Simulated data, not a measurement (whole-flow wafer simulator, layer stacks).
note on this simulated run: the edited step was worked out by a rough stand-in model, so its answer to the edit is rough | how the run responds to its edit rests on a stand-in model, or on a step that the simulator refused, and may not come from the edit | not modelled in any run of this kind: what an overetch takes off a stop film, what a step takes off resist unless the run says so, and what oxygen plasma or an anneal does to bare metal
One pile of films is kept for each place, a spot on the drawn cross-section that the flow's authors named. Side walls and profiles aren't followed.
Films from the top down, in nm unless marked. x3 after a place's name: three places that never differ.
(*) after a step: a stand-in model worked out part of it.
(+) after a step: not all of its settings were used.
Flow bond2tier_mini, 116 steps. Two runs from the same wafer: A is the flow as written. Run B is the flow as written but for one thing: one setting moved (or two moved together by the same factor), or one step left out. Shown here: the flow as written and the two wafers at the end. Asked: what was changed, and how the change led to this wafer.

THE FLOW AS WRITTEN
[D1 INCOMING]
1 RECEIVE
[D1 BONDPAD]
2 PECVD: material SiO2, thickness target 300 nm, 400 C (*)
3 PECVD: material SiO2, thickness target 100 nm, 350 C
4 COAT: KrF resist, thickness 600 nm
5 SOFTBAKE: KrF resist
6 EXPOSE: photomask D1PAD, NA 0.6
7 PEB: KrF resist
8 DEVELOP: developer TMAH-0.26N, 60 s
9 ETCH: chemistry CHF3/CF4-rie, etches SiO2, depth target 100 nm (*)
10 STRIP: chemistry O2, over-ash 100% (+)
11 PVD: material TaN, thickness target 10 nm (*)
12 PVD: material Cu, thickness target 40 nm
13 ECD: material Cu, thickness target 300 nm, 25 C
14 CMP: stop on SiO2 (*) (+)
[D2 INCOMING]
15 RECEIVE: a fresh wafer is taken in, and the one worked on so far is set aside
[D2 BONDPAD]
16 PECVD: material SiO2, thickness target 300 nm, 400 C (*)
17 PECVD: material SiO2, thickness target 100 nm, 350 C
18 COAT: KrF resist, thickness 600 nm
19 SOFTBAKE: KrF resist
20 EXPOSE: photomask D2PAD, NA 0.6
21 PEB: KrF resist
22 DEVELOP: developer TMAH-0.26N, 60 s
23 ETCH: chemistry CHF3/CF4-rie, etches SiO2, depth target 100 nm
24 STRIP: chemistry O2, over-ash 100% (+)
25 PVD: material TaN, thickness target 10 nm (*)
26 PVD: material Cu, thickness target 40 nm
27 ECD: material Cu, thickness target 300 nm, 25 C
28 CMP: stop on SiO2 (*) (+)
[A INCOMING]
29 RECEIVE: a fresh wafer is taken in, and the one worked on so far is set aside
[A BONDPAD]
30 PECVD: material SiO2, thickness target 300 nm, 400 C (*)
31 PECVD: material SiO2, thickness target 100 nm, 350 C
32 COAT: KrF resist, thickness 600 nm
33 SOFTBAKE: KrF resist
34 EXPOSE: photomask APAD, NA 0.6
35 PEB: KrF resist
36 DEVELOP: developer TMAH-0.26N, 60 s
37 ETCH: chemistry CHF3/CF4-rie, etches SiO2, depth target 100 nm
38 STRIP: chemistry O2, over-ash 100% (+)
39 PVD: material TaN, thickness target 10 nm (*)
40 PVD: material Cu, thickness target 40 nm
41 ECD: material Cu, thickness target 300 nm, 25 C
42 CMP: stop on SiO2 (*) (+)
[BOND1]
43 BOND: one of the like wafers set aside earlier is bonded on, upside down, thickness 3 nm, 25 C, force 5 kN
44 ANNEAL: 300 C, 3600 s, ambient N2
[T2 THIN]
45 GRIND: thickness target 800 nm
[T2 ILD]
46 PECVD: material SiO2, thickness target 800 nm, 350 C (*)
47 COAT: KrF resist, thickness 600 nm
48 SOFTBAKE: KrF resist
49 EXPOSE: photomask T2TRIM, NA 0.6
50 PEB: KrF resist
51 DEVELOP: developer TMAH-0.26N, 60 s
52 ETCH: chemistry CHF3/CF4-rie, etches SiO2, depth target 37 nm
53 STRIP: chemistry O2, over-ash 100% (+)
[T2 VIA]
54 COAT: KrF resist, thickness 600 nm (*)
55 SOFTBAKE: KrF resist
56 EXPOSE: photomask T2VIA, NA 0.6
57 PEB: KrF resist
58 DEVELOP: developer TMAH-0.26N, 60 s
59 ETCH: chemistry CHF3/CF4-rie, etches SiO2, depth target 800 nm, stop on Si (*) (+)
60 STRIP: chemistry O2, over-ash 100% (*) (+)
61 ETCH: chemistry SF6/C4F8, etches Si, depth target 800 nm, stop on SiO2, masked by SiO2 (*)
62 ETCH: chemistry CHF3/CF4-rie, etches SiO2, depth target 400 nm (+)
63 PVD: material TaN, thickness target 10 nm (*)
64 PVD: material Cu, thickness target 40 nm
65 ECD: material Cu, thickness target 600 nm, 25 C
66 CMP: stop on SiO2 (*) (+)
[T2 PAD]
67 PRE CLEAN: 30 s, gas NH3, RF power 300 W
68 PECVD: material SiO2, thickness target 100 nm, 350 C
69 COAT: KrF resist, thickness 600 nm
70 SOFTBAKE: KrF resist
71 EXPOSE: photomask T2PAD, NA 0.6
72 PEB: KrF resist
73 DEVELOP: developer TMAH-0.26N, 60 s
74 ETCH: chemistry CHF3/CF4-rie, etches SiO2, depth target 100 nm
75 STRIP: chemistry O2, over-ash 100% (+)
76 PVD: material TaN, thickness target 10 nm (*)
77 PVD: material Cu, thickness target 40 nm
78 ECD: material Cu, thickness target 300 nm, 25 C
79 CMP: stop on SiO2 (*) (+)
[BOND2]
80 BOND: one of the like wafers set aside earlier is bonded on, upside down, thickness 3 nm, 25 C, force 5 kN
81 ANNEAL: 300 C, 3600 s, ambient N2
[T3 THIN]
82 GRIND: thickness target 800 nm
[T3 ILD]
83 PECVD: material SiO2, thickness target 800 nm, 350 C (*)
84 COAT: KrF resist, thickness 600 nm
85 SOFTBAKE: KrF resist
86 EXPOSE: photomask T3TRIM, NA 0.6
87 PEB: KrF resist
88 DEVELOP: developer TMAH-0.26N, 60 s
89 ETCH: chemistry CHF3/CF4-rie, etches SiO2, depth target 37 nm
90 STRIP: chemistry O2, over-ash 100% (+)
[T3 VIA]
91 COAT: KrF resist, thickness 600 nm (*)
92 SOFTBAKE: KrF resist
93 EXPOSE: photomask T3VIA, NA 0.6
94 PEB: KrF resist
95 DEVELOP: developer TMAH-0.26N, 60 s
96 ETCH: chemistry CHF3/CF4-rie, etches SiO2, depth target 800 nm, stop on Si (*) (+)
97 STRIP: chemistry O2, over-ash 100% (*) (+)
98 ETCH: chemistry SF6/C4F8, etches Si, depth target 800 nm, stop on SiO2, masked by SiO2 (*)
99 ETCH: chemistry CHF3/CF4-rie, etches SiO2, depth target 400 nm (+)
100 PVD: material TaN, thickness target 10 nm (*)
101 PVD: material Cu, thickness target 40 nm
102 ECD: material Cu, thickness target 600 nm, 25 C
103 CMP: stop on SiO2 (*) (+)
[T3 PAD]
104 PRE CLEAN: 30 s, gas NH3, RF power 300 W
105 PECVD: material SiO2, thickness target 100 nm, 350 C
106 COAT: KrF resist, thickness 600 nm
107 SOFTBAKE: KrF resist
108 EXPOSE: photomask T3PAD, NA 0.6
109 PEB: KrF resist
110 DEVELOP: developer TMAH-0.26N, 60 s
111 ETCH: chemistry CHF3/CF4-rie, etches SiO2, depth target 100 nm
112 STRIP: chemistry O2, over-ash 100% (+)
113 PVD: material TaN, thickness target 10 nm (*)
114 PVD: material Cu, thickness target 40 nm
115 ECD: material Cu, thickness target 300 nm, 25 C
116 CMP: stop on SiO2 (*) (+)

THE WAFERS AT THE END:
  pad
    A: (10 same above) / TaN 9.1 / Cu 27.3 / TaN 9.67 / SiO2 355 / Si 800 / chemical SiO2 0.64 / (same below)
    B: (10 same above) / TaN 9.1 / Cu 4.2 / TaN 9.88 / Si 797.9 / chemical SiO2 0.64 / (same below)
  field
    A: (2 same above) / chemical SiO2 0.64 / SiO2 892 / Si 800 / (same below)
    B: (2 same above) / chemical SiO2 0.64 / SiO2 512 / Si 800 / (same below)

The cause: step 46, PECVD: thickness target 420 nm was run, where the flow has thickness target 800 nm.

How the change led to this, step by step:
  46 PECVD: material SiO2, thickness target 800 nm, 350 C (*)
      field, pad, via: A SiO2 +800 (new film) | B SiO2 +420 (new film)
  59 ETCH: chemistry CHF3/CF4-rie, etches SiO2, depth target 800 nm, stop on Si (*) (+)
      field, pad: A KrF resist -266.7 | B KrF resist -191.5
      via: A SiO2 -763 (all of it) | B SiO2 -383 (all of it)
  60 STRIP: chemistry O2, over-ash 100% (*) (+)
      field: A KrF resist -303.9 (all of it) | B KrF resist -379.1 (all of it)
      pad: A KrF resist -336 (all of it) | B KrF resist -411.1 (all of it)
  62 ETCH: chemistry CHF3/CF4-rie, etches SiO2, depth target 400 nm (+)
      pad: A SiO2 -400 | B SiO2 -375 (all of it), Si -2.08
  64 PVD: material Cu, thickness target 40 nm
      pad: A Cu +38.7 (new film) | B Cu +40 (new film)
  65 ECD: material Cu, thickness target 600 nm, 25 C
      pad: A Cu +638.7 | B Cu +614.2
